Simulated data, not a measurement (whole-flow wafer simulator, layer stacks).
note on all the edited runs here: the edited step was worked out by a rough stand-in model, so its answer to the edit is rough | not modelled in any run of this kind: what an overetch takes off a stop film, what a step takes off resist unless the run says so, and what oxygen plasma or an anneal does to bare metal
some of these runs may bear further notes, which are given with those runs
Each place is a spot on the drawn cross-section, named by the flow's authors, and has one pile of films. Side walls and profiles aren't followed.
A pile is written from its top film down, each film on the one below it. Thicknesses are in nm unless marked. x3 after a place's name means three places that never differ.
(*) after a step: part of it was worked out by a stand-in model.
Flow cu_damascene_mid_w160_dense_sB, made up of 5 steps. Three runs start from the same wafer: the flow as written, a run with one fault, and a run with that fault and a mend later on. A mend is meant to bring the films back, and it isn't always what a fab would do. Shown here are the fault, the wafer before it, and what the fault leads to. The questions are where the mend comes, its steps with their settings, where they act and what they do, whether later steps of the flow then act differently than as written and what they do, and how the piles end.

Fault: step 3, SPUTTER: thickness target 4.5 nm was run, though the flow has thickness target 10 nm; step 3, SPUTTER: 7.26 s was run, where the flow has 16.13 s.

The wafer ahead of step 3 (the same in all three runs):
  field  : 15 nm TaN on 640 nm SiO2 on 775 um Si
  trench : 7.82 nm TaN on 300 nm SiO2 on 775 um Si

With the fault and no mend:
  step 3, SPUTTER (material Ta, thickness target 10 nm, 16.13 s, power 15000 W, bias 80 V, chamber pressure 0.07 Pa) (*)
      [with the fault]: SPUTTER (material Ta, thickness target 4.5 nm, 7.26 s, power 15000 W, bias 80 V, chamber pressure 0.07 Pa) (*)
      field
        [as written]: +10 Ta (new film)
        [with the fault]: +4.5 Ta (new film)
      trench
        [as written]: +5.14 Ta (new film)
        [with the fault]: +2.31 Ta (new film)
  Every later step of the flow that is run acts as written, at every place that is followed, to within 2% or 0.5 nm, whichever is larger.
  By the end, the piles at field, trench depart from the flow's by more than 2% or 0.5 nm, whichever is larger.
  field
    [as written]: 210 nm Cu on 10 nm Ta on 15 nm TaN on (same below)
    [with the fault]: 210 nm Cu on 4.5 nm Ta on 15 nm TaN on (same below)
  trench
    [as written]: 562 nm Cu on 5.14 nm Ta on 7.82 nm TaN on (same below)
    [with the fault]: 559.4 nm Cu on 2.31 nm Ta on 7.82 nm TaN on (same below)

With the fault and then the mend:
  After step 3 comes the mend.
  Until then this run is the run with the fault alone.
  step 3a, SPUTTER (material Ta, thickness target 5.5 nm, 8.871 s, power 15000 W, bias 80 V, chamber pressure 0.07 Pa) (*) (the flow's step 3, run once more with other settings)
      field
        +5.5 Ta
      trench
        +2.79 Ta
  Every later step of the flow that is run acts as written, at every place that is followed, to within 2% or 0.5 nm, whichever is larger.
  When the end is reached, the piles differ only a little from the flow's at the places that both follow, at most by 2% or 0.5 nm, whichever is larger.
